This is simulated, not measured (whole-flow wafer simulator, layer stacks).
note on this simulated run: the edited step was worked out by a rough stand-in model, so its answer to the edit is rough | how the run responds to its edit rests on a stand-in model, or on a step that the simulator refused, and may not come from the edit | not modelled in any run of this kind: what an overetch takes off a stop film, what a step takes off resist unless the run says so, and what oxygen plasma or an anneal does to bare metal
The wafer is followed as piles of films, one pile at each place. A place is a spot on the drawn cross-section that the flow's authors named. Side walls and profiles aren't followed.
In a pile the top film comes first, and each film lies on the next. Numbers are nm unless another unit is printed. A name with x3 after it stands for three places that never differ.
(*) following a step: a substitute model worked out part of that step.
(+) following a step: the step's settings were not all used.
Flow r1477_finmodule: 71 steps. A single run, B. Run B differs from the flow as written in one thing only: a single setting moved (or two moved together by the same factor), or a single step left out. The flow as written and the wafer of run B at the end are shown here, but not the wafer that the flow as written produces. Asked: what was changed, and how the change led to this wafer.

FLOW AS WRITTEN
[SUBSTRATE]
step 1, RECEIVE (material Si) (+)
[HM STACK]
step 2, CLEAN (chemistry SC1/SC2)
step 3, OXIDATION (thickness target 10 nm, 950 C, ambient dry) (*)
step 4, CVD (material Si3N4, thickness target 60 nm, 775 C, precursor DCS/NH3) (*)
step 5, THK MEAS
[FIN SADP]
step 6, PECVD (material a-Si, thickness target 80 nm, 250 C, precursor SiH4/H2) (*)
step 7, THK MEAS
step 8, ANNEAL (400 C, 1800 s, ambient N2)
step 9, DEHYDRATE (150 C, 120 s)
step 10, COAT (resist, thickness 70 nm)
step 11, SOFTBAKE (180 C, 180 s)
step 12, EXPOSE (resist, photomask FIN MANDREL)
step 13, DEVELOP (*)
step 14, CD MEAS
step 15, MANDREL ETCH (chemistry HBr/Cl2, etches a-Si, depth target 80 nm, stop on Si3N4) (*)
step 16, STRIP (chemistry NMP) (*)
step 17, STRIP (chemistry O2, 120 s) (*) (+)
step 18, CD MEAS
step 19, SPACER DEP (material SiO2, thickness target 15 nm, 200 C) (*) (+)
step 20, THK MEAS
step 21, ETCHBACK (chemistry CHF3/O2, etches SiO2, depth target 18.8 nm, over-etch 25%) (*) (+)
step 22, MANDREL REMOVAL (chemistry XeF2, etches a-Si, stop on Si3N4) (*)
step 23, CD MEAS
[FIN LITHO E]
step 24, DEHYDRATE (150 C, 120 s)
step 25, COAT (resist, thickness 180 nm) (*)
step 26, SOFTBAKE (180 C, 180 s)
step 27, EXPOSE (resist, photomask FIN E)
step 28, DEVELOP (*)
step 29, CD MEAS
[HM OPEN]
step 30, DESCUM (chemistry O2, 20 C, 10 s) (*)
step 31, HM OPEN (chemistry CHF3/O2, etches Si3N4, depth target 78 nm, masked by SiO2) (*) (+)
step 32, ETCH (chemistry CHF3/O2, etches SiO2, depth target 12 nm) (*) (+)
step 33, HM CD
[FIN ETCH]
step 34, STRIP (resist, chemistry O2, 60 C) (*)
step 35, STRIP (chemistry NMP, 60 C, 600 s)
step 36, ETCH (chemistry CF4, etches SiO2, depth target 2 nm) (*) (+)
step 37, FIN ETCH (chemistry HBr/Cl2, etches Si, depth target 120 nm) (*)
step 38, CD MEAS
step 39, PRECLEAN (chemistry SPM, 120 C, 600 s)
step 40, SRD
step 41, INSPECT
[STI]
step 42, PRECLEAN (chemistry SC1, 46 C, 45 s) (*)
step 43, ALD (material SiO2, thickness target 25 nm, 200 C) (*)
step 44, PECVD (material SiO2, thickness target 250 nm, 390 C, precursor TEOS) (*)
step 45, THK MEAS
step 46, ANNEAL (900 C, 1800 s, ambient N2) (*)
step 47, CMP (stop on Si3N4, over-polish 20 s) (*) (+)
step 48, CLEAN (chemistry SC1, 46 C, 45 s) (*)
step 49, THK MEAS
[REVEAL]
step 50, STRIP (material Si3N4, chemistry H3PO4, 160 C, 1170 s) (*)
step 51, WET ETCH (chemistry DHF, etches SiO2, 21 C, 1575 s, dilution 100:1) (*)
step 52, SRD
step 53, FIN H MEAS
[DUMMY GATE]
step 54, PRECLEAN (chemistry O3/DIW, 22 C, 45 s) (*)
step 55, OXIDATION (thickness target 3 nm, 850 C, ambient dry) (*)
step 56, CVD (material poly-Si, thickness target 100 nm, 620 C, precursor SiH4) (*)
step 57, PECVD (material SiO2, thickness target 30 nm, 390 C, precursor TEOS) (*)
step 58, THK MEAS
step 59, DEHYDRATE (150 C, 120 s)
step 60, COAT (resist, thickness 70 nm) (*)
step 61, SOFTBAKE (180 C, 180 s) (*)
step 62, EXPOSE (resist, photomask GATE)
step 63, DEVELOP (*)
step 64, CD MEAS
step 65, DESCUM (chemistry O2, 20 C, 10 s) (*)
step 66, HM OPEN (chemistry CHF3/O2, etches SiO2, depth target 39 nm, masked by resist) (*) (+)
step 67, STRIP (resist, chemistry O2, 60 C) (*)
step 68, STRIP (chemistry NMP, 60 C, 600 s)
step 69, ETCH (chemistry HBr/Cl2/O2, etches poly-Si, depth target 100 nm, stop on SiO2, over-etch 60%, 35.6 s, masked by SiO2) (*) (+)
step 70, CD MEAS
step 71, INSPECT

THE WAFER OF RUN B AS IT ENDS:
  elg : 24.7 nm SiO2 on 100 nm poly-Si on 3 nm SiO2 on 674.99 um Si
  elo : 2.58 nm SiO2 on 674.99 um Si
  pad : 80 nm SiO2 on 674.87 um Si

What caused this: step 6, PECVD: thickness target 44 nm was run, whereas the flow has thickness target 80 nm.

Step by step, how the change led to this:
  step 6, PECVD (material a-Si, thickness target 80 nm, 250 C, precursor SiH4/H2) (*)
      pad, padg, elg and 33 more: +44 a-Si (new film) (in the flow as written it would be: +80 a-Si (new film))
  step 15, MANDREL ETCH (chemistry HBr/Cl2, etches a-Si, depth target 80 nm, stop on Si3N4) (*)
      pad, padg, elg and 27 more: -44 a-Si (all of it) (in the flow as written it would be: -80 a-Si (all of it))
      s40cg, s45cg, s50cg, s40co, s45co, s50co: -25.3 resist (in the flow as written it would be: -30.7 resist)
  step 16, STRIP (chemistry NMP) (*)
      s40cg, s45cg, s50cg, s40co, s45co, s50co: -44.7 resist (all of it) (in the flow as written it would be: -39.3 resist (all of it))
  step 21, ETCHBACK (chemistry CHF3/O2, etches SiO2, depth target 18.8 nm, over-etch 25%) (*) (+)
      s40sg_line, s45sg_line, s50sg_line, s40so_line, s45so_line, s50so_line: +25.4 SiO2 (in the flow as written it would be: +61.4 SiO2)
  step 22, MANDREL REMOVAL (chemistry XeF2, etches a-Si, stop on Si3N4) (*)
      s40cg, s45cg, s50cg, s40co, s45co, s50co: -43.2 a-Si (all of it) (in the flow as written it would be: -79.2 a-Si (all of it))
  step 25, COAT (resist, thickness 180 nm) (*)
      s40cg, s40co: +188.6 resist (new film) (in the flow as written it would be: +197.6 resist (new film))
      s40sg, s40so: +192.2 resist (new film) (in the flow as written it would be: +201.2 resist (new film))
      (also at 14 further places)
  step 28, DEVELOP (*)
      s40cg, s40co: -188.6 resist (all of it) (in the flow as written it would be: -197.6 resist (all of it))
      s40sg, s40so: -192.2 resist (all of it) (in the flow as written it would be: -201.2 resist (all of it))
      (also at 14 further places)
  step 32, ETCH (chemistry CHF3/O2, etches SiO2, depth target 12 nm) (*) (+)
      s40sg_line, s45sg_line, s50sg_line, s40so_line, s45so_line, s50so_line: -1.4 SiO2 (all of it), -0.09 Si3N4 (in the flow as written it would be: -12 SiO2)
      pad, padg, e40sg and 11 more: -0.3 Si (in the flow as written it would be: -2.4 Si)
      (also at 16 further places)
  step 34, STRIP (resist, chemistry O2, 60 C) (*)
      elg, e40lg, e100lg, e200lg, elo, e40lo, e100lo, e200lo: -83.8 resist (all of it) (in the flow as written it would be: -73.8 resist (all of it))
  step 36, ETCH (chemistry CF4, etches SiO2, depth target 2 nm) (*) (+)
      elg, e40lg, e100lg, e200lg, elo, e40lo, e100lo, e200lo: nothing (in the flow as written it would be: -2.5 Si3N4)
      s40sg_line, s45sg_line, s50sg_line, s40so_line, s45so_line, s50so_line: nothing (in the flow as written it would be: -2 SiO2)
  step 37, FIN ETCH (chemistry HBr/Cl2, etches Si, depth target 120 nm) (*)
      s40sg_line, s45sg_line, s50sg_line, s40so_line, s45so_line, s50so_line: -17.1 Si3N4 (in the flow as written it would be: -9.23 SiO2)
  step 43, ALD (material SiO2, thickness target 25 nm, 200 C) (*)
      s40sg_line, s45sg_line, s50sg_line, s40so_line, s45so_line, s50so_line: +25 SiO2 (new film) (in the flow as written it would be: +25 SiO2)
      s40cg, s45cg, s50cg, s40co, s45co, s50co: +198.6 SiO2 (new film) (in the flow as written it would be: +232.1 SiO2 (new film))
  step 47, CMP (stop on Si3N4, over-polish 20 s) (*) (+)
      elg, e40lg, e100lg, e200lg, elo, e40lo, e100lo, e200lo: -263.8 SiO2 (all of it), -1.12 Si3N4 (in the flow as written it would be: -241.6 SiO2)
      pad, padg, e40sg and 11 more: -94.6 SiO2 (in the flow as written it would be: -71.8 SiO2)
      (also at 14 further places)
  step 50, STRIP (material Si3N4, chemistry H3PO4, 160 C, 1170 s) (*)
      elg, e40lg, e100lg, e200lg, elo, e40lo, e100lo, e200lo: -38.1 Si3N4 (all of it), -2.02 SiO2 (in the flow as written it would be: -4.28 SiO2)
      s40sg_line, s45sg_line, s50sg_line, s40so_line, s45so_line, s50so_line: -38.1 Si3N4 (all of it), -2.02 SiO2 (in the flow as written it would be: -58.9 Si3N4 (all of it), -1.37 SiO2)
  step 51, WET ETCH (chemistry DHF, etches SiO2, 21 C, 1575 s, dilution 100:1) (*)
      elg, e40lg, e100lg, e200lg, elo, e40lo, e100lo, e200lo: -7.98 SiO2 (all of it) (in the flow as written it would be: -17.8 SiO2 (all of it), -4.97 Si3N4)
      s40sg_line, s45sg_line, s50sg_line, s40so_line, s45so_line, s50so_line: -7.98 SiO2 (all of it) (in the flow as written it would be: -8.63 SiO2 (all of it))
  step 54, PRECLEAN (chemistry O3/DIW, 22 C, 45 s) (*)
      elg, e40lg, e100lg, e200lg, elo, e40lo, e100lo, e200lo: +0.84 chemical SiO2 (new film), -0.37 Si (in the flow as written it would be: nothing)
  ... 5 other steps ...
  step 69, ETCH (chemistry HBr/Cl2/O2, etches poly-Si, depth target 100 nm, stop on SiO2, over-etch 60%, 35.6 s, masked by SiO2) (*) (+)
      s40co: -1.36 chemical SiO2 (all of it), -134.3 poly-Si (all of it), -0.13 SiO2 (in the flow as written it would be: -1.46 chemical SiO2 (all of it), -111.5 poly-Si (all of it), -0.24 SiO2)
      s45co: -1.36 chemical SiO2 (all of it), -134.3 poly-Si (all of it), -0.13 SiO2 (in the flow as written it would be: -1.46 chemical SiO2 (all of it), -110.9 poly-Si (all of it), -0.25 SiO2)
      (also at 1 further place)
